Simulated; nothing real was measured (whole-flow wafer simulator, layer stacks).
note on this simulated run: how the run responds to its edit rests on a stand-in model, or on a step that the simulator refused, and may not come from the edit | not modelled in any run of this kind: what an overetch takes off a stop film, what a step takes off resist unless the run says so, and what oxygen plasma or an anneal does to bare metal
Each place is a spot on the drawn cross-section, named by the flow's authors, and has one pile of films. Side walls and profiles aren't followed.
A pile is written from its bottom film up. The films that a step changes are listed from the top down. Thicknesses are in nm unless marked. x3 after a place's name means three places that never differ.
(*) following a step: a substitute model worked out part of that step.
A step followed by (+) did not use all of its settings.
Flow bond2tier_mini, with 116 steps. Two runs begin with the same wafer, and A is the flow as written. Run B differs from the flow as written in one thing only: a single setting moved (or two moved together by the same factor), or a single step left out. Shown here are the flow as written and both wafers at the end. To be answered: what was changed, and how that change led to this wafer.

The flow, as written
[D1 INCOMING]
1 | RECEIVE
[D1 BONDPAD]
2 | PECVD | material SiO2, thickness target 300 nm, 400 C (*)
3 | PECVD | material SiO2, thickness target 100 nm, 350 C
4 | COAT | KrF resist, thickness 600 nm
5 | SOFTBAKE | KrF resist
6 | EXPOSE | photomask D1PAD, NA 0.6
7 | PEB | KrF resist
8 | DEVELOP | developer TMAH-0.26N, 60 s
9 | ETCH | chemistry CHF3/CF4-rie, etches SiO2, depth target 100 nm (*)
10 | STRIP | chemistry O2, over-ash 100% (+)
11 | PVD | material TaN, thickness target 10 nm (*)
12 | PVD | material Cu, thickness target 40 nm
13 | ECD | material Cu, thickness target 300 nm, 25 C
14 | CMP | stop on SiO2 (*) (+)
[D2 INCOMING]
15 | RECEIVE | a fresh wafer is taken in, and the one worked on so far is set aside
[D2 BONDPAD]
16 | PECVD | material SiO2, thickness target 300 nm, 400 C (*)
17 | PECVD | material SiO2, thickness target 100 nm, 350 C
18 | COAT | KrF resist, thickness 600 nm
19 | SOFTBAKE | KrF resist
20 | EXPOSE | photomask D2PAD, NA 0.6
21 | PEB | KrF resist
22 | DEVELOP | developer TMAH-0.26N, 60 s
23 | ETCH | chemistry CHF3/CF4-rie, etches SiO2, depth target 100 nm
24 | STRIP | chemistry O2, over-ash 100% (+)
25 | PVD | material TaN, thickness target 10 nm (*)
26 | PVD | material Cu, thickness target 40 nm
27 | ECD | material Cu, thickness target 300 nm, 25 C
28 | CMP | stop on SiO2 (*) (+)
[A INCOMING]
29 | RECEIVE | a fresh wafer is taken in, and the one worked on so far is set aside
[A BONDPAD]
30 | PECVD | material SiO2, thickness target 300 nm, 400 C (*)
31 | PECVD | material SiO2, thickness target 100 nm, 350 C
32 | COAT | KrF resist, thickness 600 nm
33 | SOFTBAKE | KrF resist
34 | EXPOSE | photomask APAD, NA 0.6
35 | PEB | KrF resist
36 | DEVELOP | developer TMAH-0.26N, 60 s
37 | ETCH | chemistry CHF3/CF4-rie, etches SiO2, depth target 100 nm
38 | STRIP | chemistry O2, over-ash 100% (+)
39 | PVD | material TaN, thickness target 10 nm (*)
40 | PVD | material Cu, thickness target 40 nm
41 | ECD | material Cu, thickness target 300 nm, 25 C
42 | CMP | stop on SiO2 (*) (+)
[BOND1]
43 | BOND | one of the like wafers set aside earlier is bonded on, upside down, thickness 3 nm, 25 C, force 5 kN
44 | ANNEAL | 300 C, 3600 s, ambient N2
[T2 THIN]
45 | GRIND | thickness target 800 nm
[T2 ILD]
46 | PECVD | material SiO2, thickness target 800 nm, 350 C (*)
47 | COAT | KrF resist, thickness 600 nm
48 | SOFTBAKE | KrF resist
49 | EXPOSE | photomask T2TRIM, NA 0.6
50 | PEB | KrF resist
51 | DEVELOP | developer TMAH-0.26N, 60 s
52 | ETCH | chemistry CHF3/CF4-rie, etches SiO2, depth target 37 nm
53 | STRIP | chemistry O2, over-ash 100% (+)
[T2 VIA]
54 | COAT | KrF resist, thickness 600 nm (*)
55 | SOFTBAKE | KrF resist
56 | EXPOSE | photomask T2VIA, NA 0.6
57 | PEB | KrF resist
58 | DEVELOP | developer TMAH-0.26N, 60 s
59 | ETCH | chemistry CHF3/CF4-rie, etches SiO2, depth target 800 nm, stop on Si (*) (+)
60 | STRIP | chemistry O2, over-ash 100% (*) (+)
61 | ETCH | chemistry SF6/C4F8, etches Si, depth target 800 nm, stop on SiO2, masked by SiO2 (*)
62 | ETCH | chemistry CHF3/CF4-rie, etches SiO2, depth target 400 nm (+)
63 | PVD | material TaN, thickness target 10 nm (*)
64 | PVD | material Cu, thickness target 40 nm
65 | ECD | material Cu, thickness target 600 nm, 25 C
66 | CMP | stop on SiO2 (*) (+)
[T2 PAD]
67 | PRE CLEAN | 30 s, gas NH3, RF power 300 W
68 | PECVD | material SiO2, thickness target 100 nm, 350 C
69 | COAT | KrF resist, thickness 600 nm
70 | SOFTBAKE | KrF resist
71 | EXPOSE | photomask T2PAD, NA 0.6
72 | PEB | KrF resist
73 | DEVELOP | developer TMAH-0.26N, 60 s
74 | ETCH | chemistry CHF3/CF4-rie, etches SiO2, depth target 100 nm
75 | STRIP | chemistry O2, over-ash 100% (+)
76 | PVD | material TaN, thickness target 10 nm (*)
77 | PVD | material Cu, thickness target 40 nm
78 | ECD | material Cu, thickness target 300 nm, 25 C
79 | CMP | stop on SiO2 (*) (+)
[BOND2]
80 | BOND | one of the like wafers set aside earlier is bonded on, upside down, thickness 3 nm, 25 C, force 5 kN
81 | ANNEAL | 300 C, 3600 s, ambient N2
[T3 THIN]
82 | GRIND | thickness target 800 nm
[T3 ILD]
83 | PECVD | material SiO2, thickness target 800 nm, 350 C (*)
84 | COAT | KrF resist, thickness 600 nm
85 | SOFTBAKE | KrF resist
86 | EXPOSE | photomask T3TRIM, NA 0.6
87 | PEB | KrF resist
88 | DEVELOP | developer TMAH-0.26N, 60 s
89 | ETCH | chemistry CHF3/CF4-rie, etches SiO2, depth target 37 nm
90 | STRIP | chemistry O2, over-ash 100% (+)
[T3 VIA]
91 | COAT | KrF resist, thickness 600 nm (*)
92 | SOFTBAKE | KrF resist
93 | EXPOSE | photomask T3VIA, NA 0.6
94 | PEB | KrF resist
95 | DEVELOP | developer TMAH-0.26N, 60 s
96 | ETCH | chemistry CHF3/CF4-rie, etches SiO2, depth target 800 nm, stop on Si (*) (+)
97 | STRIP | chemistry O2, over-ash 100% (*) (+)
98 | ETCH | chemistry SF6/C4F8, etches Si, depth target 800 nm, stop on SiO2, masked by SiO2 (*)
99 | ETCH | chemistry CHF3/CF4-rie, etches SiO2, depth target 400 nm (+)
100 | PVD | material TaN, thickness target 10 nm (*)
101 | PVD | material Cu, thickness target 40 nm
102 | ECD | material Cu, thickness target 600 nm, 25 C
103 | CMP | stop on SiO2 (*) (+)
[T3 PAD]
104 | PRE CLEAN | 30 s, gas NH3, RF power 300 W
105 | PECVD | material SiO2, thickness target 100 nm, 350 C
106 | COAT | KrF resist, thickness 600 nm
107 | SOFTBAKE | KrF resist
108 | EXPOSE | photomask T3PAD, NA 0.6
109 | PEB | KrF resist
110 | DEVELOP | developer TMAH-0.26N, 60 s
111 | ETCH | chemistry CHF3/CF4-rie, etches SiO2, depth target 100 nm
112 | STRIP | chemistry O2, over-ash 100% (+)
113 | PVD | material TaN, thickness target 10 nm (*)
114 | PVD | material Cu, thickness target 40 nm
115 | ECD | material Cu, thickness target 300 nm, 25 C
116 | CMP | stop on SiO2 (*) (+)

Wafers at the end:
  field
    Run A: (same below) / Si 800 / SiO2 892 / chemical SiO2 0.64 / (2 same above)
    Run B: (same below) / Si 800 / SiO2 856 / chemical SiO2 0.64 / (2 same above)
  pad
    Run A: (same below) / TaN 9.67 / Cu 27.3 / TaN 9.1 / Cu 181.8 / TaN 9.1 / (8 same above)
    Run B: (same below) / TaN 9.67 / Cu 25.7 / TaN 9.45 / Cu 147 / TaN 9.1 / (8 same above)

Cause: step 68, PECVD: thickness target 64 nm was run, while the flow as written has thickness target 100 nm.

Step by step, how the change led to this:
  68 | PECVD | material SiO2, thickness target 100 nm, 350 C
      field: A SiO2 gains 100 | B SiO2 gains 64
      pad: A SiO2 gains 100 (new film) | B SiO2 gains 64 (new film)
  74 | ETCH | chemistry CHF3/CF4-rie, etches SiO2, depth target 100 nm
      pad: A SiO2 loses 100 (all of it) | B SiO2 loses 64 (all of it), Cu loses 1.6
      field: A KrF resist loses 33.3 | B KrF resist loses 32
  77 | PVD | material Cu, thickness target 40 nm
      pad: A Cu gains 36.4 (new film) | B Cu gains 37.6 (new film)
  78 | ECD | material Cu, thickness target 300 nm, 25 C
      pad: A Cu gains 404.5 | B Cu gains 368.5
